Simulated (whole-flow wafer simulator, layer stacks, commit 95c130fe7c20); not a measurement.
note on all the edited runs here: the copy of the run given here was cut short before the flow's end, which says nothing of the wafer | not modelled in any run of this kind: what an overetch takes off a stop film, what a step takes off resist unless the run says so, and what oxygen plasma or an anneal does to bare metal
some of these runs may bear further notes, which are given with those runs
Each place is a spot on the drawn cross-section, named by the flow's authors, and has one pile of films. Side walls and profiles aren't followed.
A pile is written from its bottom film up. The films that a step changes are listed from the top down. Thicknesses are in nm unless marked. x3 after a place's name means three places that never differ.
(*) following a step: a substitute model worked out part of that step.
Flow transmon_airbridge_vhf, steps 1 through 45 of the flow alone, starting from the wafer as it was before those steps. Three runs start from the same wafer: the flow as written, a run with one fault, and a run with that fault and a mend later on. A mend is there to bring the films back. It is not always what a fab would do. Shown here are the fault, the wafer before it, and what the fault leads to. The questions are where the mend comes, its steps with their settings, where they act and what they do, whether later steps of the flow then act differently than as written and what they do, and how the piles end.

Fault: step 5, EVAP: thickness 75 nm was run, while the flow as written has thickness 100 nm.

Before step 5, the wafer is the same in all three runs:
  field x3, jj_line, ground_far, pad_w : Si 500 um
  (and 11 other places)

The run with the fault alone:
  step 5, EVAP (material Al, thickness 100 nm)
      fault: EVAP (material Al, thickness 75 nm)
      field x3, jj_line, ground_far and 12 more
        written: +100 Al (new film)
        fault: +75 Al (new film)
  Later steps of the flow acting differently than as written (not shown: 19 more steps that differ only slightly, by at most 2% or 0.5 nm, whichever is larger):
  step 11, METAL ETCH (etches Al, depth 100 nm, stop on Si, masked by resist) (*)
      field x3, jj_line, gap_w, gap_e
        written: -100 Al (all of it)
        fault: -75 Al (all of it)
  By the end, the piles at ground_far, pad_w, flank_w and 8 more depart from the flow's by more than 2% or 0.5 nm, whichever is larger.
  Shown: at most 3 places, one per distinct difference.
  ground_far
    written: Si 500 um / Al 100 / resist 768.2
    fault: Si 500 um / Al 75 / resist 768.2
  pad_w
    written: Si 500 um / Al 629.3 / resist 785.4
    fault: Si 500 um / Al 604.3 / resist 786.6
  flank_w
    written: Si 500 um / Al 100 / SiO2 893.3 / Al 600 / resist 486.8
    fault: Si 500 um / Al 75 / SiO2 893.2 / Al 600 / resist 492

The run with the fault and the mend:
  The mend follows step 5.
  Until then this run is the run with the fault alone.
  step 5a, EVAP (material Al, thickness 25 nm) (the flow's step 5, run once more with other settings)
      field x3, jj_line, ground_far and 12 more
        +25 Al
  Every later step of the flow that is run acts as written at every place that is followed.
  The piles end the same as the flow's at every place that both follow.
